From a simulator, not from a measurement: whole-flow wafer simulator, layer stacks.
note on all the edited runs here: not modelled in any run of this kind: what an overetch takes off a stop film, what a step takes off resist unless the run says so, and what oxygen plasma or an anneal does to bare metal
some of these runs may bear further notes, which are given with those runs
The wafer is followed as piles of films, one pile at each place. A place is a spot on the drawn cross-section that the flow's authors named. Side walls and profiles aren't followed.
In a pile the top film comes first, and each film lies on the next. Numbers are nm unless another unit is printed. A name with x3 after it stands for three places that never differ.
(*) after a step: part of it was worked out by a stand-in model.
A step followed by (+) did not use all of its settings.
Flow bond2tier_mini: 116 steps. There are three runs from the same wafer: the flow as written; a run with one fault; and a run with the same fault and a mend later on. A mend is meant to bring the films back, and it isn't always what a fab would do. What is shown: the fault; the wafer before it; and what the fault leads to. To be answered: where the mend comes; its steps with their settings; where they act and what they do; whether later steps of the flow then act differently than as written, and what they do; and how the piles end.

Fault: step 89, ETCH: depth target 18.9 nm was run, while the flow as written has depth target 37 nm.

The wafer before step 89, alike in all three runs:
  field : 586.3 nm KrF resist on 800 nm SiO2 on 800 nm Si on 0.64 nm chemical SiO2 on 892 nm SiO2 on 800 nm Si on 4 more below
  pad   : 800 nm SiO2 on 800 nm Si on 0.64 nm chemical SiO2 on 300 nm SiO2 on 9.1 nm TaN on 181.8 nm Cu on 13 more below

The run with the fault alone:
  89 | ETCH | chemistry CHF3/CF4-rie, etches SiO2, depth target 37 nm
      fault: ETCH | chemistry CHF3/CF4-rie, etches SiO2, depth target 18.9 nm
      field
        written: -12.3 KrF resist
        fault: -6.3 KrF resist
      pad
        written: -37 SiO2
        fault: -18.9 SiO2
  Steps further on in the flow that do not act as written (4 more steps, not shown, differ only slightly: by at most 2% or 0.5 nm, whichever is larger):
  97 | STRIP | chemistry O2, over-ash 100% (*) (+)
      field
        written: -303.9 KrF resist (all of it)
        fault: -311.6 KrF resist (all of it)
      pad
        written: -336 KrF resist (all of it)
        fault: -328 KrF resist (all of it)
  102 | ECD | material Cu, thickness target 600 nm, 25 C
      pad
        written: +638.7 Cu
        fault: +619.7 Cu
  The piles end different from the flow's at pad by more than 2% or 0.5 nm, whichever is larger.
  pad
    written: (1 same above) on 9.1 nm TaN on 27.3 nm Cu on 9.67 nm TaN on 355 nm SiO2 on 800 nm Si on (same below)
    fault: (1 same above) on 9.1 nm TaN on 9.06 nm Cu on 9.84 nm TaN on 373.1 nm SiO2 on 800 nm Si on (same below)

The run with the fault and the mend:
  After step 90 comes the mend.
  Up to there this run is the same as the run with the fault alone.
  90a | COAT | KrF resist, thickness 600 nm (*) (the flow's step 84 again)
      field
        +592 KrF resist (new film)
      pad
        +608.4 KrF resist (new film)
  90b | SOFTBAKE | KrF resist (the flow's step 85 again)
      alters no film at any place that is followed
  90c | EXPOSE | photomask T3TRIM, NA 0.6 (the flow's step 86 again)
      alters no film at any place that is followed
  90d | PEB | KrF resist (the flow's step 87 again)
      alters no film at any place that is followed
  90e | DEVELOP | developer TMAH-0.26N, 60 s (the flow's step 88 again)
      field
        -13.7 KrF resist
      pad
        -608.4 KrF resist (all of it)
  90f | ETCH | chemistry CHF3/CF4-rie, etches SiO2, depth target 18.1 nm (the flow's step 89 again, with other settings)
      field
        -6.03 KrF resist
      pad
        -18.1 SiO2
  90g | STRIP | chemistry O2, over-ash 100% (+) (the flow's step 90 again)
      field
        -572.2 KrF resist (all of it)
  Every later step of the flow that is run acts as written at every place that is followed.
  By the end, the piles equal the flow's at every place that both follow.
